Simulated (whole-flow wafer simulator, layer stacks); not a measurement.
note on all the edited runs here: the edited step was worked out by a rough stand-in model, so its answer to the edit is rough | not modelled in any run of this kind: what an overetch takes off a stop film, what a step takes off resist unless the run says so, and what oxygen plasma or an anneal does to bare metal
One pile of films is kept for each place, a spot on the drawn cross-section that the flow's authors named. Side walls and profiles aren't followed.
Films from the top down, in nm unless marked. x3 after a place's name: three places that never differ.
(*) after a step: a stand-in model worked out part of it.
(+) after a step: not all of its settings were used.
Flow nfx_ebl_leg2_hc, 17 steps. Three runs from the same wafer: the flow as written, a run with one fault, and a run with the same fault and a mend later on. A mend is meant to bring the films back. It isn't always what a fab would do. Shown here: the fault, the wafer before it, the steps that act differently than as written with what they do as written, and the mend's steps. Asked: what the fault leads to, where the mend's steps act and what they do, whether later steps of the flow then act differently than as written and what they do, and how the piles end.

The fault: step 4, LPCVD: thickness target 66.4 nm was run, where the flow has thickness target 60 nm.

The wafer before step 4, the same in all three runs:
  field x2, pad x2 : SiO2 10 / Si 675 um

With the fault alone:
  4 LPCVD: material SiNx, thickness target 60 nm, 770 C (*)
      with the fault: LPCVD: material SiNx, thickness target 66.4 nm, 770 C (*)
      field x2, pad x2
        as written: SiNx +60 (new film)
        with the fault: SiNx +66.4 (new film)
  Later steps of the flow that act differently than as written:
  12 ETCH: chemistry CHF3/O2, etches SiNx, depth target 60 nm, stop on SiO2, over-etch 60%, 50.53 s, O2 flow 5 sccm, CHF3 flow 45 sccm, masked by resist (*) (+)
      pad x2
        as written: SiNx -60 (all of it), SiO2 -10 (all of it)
        with the fault: SiNx -66.4 (all of it), SiO2 -10 (all of it)
  At the end the piles differ from the flow's by more than 2% or 0.5 nm, whichever is larger, at field x2.
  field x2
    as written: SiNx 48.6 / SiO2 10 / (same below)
    with the fault: SiNx 55 / SiO2 10 / (same below)

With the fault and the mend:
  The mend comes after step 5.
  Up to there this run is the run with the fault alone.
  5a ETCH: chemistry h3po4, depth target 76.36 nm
      field x2, pad x2
        SiNx -66.4 (all of it)
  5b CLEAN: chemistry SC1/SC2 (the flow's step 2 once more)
      changes no film at any place that is followed
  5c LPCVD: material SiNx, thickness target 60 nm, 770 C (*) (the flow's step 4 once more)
      field x2, pad x2
        SiNx +60 (new film)
  No later step of the flow acts differently than as written at any place that is followed.
  At the end the piles are the same as the flow's at every place that both follow.
